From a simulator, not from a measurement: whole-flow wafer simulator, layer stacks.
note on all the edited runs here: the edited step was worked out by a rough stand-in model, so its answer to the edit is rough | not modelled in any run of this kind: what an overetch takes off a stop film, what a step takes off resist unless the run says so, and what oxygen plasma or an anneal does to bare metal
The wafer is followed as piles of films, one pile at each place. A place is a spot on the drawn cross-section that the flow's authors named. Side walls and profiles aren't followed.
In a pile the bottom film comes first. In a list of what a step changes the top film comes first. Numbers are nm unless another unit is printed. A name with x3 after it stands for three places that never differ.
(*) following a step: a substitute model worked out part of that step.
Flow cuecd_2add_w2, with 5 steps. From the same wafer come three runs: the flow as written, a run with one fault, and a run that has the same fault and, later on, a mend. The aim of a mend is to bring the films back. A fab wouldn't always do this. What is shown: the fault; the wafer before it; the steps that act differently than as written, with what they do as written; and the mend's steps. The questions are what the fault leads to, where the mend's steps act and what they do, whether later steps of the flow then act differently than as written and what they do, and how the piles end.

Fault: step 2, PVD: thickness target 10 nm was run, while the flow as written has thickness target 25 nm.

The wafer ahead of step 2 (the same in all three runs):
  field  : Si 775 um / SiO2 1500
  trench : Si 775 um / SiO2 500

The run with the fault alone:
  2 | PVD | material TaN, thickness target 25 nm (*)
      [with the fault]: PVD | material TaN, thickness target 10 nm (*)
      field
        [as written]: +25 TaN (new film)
        [with the fault]: +10 TaN (new film)
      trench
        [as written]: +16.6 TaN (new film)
        [with the fault]: +6.64 TaN (new film)
  None of the later steps of the flow differs from how it acts as written, at any place that is followed, by more than 2% or 0.5 nm, whichever is larger.
  At field, trench, the piles at the end differ from the flow's by more than 2% or 0.5 nm, whichever is larger.
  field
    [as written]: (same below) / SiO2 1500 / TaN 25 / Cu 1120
    [with the fault]: (same below) / SiO2 1500 / TaN 10 / Cu 1120
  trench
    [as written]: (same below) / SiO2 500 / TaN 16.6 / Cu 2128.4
    [with the fault]: (same below) / SiO2 500 / TaN 6.64 / Cu 2123.4

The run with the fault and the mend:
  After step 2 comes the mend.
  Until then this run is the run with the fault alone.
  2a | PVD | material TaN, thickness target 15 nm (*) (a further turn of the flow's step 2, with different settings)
      field
        +15 TaN
      trench
        +9.92 TaN
  None of the later steps of the flow acts differently than as written at any place that is followed.
  At every place that both follow, the piles at the end match the flow's.
